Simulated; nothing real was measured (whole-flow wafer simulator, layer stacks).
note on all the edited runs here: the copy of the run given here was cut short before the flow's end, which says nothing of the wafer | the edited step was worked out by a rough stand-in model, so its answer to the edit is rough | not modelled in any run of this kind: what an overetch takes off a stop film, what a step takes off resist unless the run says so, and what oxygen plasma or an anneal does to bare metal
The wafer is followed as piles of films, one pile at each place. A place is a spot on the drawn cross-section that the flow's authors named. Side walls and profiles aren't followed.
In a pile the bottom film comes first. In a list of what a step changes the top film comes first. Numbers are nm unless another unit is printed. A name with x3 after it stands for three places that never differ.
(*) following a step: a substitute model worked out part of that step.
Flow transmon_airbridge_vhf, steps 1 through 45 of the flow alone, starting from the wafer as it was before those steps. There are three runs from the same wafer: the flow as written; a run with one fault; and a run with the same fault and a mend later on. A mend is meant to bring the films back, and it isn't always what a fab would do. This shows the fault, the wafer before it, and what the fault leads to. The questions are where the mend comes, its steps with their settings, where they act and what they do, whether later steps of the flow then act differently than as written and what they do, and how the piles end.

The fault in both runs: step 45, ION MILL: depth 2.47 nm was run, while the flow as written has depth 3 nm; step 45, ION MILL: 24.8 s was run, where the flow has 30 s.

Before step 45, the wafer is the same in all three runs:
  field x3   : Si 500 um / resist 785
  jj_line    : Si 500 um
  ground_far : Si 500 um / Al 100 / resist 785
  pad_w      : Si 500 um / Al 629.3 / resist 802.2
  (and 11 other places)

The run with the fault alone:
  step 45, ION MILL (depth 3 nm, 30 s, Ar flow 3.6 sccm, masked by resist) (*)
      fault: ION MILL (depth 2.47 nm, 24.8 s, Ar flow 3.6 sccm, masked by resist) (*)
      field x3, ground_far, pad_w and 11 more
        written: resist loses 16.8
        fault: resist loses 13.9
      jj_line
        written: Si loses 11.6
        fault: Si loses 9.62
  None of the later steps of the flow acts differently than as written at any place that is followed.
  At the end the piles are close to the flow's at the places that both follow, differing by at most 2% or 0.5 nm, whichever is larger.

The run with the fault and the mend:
  After step 45 comes the mend.
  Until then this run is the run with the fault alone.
  step 45a, ION MILL (depth 0.53 nm, 5.3 s, Ar flow 3.6 sccm, masked by resist) (*) (the flow's step 45, run once more with other settings)
      field x3, ground_far, pad_w and 11 more
        resist loses 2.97
      jj_line
        Si loses 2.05
  None of the later steps of the flow acts differently than as written at any place that is followed.
  At the end the piles are close to the flow's at the places that both follow, differing by at most 2% or 0.5 nm, whichever is larger.
